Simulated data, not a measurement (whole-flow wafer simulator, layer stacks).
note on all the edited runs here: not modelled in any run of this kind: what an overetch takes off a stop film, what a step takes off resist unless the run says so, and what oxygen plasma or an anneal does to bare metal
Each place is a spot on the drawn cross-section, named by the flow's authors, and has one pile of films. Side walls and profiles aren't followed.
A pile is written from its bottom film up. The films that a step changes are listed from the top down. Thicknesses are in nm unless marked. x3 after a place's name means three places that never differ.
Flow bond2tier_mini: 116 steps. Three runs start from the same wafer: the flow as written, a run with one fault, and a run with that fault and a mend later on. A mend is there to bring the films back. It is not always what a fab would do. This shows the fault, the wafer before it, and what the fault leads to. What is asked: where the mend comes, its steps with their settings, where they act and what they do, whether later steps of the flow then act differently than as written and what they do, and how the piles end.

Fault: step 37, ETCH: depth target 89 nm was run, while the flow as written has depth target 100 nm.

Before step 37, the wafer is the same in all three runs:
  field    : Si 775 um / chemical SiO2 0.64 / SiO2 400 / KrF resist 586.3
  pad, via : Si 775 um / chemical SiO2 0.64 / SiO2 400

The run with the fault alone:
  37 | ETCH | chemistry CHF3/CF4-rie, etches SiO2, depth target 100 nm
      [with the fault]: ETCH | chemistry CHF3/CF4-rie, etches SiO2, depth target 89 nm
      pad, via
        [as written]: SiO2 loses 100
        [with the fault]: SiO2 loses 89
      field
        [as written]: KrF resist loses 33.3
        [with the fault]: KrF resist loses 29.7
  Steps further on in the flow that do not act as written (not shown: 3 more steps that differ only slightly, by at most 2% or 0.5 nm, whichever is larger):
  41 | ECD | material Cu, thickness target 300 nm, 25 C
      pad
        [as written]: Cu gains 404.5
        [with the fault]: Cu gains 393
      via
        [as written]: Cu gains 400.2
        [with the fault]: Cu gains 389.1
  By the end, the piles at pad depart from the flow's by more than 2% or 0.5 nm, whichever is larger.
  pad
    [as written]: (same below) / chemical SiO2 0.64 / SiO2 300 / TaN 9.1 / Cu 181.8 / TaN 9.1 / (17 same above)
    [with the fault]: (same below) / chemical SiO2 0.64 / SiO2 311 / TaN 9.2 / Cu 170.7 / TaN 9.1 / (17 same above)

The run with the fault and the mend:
  The mend stands after step 37.
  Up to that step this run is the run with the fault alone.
  37a | ETCH | chemistry CHF3/CF4-rie, etches SiO2, depth target 11 nm (the flow's step 37, run once more with other settings)
      pad, via
        SiO2 loses 11
      field
        KrF resist loses 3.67
  None of the later steps of the flow acts differently than as written at any place that is followed.
  By the end, the piles equal the flow's at every place that both follow.
